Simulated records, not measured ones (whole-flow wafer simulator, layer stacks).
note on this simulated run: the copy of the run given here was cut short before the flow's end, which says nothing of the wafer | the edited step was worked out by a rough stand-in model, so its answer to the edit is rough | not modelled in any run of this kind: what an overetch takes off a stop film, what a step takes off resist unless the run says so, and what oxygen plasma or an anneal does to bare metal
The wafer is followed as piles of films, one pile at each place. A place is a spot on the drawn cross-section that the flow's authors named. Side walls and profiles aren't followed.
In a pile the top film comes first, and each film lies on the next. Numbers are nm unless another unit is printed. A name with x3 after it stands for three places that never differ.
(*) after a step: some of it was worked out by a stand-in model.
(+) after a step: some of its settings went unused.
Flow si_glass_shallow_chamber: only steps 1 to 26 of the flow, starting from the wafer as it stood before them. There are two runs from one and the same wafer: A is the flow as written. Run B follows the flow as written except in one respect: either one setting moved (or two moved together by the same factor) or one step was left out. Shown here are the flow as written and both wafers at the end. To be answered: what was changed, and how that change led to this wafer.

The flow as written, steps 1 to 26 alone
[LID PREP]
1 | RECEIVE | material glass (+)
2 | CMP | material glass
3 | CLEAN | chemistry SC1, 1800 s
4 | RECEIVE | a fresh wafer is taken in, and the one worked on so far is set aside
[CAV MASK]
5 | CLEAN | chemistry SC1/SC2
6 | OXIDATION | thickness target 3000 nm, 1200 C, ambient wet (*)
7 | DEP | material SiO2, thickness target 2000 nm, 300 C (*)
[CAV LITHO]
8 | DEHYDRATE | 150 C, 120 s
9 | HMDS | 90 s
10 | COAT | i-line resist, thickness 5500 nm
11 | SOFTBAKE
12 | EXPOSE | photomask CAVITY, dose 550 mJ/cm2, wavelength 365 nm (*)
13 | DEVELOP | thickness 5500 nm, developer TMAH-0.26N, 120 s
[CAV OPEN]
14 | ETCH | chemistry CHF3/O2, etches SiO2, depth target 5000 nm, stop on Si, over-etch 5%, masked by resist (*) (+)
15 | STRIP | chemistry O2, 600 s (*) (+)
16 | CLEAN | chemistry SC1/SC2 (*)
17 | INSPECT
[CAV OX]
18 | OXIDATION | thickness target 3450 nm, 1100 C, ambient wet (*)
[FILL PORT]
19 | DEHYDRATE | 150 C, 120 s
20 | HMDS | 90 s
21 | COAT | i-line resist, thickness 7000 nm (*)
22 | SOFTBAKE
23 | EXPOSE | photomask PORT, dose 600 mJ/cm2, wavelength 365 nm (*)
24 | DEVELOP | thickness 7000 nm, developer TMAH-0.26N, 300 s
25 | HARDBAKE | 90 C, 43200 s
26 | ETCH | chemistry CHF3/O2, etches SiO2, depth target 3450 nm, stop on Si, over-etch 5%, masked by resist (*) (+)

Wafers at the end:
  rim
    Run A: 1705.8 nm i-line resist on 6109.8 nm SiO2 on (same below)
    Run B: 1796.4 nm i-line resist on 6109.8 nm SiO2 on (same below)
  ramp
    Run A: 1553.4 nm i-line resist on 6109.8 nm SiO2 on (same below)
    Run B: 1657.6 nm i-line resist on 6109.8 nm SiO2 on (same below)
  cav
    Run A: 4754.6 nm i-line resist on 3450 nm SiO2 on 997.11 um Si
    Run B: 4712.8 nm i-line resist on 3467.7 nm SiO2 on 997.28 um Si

The reason: step 14, ETCH: depth target 4500 nm was run, though the flow has depth target 5000 nm.

How this came from the change, step by step:
  14 | ETCH | chemistry CHF3/O2, etches SiO2, depth target 5000 nm, stop on Si, over-etch 5%, masked by resist (*) (+)
      cav, port: A -5000 SiO2 (all of it), -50 Si | B -4725 SiO2
      rim, ramp, septum, ring: A -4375 i-line resist | B -3937.5 i-line resist
  15 | STRIP | chemistry O2, 600 s (*) (+)
      cav, port: A +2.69 chemical SiO2 (new film), -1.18 Si | B nothing
      rim, ramp, septum, ring: A -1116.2 i-line resist (all of it) | B -1553.7 i-line resist (all of it)
  18 | OXIDATION | thickness target 3450 nm, 1100 C, ambient wet (*)
      cav, port: A +3450 SiO2 (new film), -2.69 chemical SiO2 (all of it), -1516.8 Si | B +3192.7 SiO2, -1404.8 Si
  22 | SOFTBAKE
      rim: A -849 i-line resist | B -817.4 i-line resist
      ramp: A -434.5 i-line resist | B -412.8 i-line resist
      (also at 3 further places)
  25 | HARDBAKE | 90 C, 43200 s
      rim: A -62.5 i-line resist | B -65.8 i-line resist
      ramp: A -57.1 i-line resist | B -60.7 i-line resist
  26 | ETCH | chemistry CHF3/O2, etches SiO2, depth target 3450 nm, stop on Si, over-etch 5%, masked by resist (*) (+)
      port: A -3450 SiO2 (all of it), -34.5 Si | B -3467.7 SiO2 (all of it), -31 Si
